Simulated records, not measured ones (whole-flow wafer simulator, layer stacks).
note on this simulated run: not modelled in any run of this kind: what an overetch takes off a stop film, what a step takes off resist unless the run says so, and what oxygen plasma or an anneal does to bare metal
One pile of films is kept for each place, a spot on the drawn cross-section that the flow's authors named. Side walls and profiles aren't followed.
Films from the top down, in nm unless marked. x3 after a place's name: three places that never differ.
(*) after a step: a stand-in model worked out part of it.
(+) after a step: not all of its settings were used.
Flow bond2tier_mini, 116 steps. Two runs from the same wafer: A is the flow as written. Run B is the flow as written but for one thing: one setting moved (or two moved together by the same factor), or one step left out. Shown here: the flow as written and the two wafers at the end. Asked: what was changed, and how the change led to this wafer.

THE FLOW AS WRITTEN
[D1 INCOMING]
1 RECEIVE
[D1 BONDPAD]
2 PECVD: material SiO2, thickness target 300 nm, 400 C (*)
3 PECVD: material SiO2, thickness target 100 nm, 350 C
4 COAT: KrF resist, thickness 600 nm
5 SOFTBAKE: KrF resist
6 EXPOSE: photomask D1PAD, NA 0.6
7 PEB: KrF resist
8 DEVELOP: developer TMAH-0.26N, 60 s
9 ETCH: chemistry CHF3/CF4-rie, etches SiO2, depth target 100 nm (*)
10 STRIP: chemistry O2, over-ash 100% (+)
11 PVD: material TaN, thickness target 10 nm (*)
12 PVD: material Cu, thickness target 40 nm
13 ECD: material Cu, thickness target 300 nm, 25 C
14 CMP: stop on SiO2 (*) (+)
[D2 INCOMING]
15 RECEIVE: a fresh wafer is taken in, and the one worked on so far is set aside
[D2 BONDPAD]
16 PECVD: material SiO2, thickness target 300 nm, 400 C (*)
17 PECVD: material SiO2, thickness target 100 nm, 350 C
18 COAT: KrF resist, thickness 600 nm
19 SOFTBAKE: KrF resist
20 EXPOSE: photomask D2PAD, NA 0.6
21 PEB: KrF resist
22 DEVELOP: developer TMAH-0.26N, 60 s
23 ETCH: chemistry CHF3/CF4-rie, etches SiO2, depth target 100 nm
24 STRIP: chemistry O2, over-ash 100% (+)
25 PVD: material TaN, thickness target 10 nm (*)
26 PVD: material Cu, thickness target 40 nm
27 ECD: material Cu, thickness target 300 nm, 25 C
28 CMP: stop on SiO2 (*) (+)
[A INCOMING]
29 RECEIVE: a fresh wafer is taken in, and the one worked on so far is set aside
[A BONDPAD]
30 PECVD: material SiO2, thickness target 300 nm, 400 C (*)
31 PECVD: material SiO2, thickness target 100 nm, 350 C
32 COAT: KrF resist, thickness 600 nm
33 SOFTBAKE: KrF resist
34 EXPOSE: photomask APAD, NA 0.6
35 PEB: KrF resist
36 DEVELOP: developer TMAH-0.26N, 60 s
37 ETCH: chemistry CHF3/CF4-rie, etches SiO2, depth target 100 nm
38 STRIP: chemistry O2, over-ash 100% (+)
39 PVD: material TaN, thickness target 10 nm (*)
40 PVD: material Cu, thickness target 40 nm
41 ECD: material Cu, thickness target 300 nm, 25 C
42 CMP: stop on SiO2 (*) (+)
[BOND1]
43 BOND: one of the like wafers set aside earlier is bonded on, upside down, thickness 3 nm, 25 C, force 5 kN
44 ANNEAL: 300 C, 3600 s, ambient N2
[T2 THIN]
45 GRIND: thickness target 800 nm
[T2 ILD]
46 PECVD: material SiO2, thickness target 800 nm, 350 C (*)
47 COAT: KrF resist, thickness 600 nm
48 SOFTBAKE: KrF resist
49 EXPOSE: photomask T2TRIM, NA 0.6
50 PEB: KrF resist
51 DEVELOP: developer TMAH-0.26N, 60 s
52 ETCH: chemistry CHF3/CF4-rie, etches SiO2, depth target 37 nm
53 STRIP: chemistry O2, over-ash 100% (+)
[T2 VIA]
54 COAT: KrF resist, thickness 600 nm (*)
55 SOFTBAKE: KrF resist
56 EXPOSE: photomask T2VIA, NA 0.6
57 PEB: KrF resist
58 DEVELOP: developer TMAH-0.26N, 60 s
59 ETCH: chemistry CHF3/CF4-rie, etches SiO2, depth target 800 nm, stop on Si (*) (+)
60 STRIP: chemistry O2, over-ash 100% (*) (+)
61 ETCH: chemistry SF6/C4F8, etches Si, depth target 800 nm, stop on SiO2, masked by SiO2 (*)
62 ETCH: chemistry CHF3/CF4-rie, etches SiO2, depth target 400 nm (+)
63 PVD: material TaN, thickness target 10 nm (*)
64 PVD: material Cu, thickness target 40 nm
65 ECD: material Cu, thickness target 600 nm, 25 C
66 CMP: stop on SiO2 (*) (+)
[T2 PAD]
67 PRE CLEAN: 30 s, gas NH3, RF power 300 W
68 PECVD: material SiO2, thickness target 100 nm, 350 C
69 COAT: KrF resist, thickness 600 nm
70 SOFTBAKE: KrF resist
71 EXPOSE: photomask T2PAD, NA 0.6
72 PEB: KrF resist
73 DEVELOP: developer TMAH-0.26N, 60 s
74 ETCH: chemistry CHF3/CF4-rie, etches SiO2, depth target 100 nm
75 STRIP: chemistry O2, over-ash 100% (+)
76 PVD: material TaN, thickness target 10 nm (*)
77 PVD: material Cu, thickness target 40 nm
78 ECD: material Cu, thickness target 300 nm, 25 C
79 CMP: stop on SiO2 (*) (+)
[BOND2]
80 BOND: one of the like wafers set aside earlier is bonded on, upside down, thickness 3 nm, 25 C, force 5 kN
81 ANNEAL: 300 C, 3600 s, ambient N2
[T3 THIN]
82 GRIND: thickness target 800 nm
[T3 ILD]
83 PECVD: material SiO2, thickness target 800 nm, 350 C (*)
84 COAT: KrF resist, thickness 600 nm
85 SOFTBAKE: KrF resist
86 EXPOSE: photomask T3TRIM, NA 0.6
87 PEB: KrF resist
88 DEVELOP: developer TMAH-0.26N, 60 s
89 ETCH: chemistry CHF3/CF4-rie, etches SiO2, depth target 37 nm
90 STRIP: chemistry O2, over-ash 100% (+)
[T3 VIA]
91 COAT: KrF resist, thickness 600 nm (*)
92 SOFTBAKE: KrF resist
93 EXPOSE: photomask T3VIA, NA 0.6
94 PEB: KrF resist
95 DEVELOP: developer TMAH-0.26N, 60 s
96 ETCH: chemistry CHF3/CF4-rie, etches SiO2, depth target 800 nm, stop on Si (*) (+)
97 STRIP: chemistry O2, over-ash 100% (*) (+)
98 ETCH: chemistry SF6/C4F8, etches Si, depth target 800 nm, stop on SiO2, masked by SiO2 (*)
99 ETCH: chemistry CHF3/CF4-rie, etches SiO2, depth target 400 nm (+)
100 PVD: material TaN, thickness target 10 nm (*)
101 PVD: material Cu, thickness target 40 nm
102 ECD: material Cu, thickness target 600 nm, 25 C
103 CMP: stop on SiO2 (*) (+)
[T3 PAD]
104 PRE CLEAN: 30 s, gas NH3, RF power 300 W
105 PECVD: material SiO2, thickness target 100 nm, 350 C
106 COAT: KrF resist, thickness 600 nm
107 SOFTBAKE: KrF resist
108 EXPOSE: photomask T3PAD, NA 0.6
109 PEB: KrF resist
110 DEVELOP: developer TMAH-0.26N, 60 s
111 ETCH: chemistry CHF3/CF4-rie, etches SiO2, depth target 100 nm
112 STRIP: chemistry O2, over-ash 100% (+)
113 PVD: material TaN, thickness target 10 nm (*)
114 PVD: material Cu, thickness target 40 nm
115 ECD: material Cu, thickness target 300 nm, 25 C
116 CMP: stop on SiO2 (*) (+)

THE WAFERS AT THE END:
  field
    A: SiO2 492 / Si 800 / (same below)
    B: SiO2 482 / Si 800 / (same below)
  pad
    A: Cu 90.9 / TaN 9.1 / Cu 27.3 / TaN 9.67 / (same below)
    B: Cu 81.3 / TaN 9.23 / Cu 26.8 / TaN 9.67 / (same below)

The cause: step 105, PECVD: thickness target 90 nm was run, where the flow has thickness target 100 nm.

How the change led to this, step by step:
  105 PECVD: material SiO2, thickness target 100 nm, 350 C
      field: A SiO2 +100 | B SiO2 +90
      pad: A SiO2 +100 (new film) | B SiO2 +90 (new film)
  111 ETCH: chemistry CHF3/CF4-rie, etches SiO2, depth target 100 nm
      pad: A SiO2 -100 (all of it) | B SiO2 -90 (all of it), Cu -0.5
  115 ECD: material Cu, thickness target 300 nm, 25 C
      pad: A Cu +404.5 | B Cu +394.5
